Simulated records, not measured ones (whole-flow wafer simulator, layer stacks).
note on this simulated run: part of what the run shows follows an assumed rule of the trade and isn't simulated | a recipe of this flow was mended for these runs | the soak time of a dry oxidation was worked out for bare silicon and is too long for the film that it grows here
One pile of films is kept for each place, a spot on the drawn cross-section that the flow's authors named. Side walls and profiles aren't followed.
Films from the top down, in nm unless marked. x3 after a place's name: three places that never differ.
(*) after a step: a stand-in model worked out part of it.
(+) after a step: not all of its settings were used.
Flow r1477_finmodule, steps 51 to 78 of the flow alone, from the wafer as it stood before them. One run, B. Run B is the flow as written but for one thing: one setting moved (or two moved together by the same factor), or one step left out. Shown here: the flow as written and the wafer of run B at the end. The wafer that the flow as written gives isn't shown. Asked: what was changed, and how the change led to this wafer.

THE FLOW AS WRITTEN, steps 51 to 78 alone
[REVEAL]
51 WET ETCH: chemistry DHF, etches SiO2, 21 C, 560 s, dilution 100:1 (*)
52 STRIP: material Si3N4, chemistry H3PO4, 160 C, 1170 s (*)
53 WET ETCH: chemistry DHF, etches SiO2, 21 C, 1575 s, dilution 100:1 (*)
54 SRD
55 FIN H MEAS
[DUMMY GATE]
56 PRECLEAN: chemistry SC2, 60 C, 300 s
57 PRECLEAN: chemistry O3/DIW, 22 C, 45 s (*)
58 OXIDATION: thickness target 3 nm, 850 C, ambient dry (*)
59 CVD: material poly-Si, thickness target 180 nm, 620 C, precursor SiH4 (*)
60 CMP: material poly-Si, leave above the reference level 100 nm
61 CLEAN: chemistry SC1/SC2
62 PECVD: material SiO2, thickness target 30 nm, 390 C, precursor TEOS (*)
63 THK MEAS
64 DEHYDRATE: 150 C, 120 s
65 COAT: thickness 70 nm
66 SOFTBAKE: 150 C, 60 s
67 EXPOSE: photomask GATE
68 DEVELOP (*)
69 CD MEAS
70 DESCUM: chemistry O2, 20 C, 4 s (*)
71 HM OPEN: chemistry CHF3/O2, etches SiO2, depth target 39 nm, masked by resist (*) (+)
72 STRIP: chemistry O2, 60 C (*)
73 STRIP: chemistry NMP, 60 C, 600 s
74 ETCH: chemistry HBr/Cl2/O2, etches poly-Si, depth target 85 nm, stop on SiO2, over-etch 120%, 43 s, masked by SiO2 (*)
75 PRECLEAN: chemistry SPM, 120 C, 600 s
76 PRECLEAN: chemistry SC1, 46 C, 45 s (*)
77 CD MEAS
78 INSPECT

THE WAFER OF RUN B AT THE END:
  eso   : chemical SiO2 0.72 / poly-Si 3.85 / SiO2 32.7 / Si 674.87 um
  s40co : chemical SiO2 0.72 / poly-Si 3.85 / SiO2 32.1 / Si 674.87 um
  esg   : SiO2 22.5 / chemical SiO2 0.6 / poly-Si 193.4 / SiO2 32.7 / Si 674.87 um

The cause: step 53, WET ETCH: 2520 s was run, where the flow has 1575 s.

How the change led to this, step by step:
  53 WET ETCH: chemistry DHF, etches SiO2, 21 C, 1575 s, dilution 100:1 (*)
      esg, e40sg, e100sg and 17 more: SiO2 -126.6 (as written it would be: SiO2 -79.1)
      pad, padg: SiO2 -134.3 (as written it would be: SiO2 -85.7)
  59 CVD: material poly-Si, thickness target 180 nm, 620 C, precursor SiH4 (*)
      esg, e40sg, e100sg and 15 more: poly-Si +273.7 (new film) (as written it would be: poly-Si +226.3 (new film))
      e200sg, e200so: poly-Si +273.7 (new film) (as written it would be: poly-Si +219.2 (new film))
  60 CMP: material poly-Si, leave above the reference level 100 nm
      pad, padg: nothing (as written it would be: poly-Si -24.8)
      e200sg, e200so: poly-Si -80 (as written it would be: poly-Si -72.9)
  74 ETCH: chemistry HBr/Cl2/O2, etches poly-Si, depth target 85 nm, stop on SiO2, over-etch 120%, 43 s, masked by SiO2 (*)
      eso, e40so, e100so and 7 more: chemical SiO2 -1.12 (all of it), poly-Si -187 (as written it would be: chemical SiO2 -1.12 (all of it), poly-Si -143.9 (all of it), SiO2 -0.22)
      pad: chemical SiO2 -1.12 (all of it), poly-Si -177.6 (all of it), SiO2 -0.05 (as written it would be: chemical SiO2 -1.12 (all of it), poly-Si -152.8 (all of it), SiO2 -0.17)
  75 PRECLEAN: chemistry SPM, 120 C, 600 s
      eso, e40so, e100so and 7 more: chemical SiO2 +0.8 (new film), poly-Si -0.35 (as written it would be: nothing)
